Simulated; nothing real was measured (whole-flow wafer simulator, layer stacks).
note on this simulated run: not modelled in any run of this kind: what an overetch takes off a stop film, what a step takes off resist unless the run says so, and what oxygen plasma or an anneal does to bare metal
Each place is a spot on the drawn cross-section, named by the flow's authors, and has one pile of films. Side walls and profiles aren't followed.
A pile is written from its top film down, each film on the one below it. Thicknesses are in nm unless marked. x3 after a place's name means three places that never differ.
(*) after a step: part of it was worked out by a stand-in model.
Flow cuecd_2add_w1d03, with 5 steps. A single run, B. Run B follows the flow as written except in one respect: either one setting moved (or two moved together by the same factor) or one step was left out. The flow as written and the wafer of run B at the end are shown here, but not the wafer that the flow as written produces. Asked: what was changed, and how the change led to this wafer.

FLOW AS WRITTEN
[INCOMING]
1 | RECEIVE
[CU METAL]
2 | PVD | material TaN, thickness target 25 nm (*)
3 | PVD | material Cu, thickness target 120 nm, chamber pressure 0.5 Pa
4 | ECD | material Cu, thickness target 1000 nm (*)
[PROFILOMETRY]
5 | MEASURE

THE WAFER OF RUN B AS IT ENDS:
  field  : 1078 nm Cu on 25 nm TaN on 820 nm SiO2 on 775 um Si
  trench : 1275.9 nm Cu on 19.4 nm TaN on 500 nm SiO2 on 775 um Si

What caused this: step 3, PVD: thickness target 78 nm was run, while the flow as written has thickness target 120 nm.

Step by step, how the change led to this:
  3 | PVD | material Cu, thickness target 120 nm, chamber pressure 0.5 Pa
      field: +78 Cu (new film) (it would be, as written: +120 Cu (new film))
      trench: +60.8 Cu (new film) (it would be, as written: +93.4 Cu (new film))
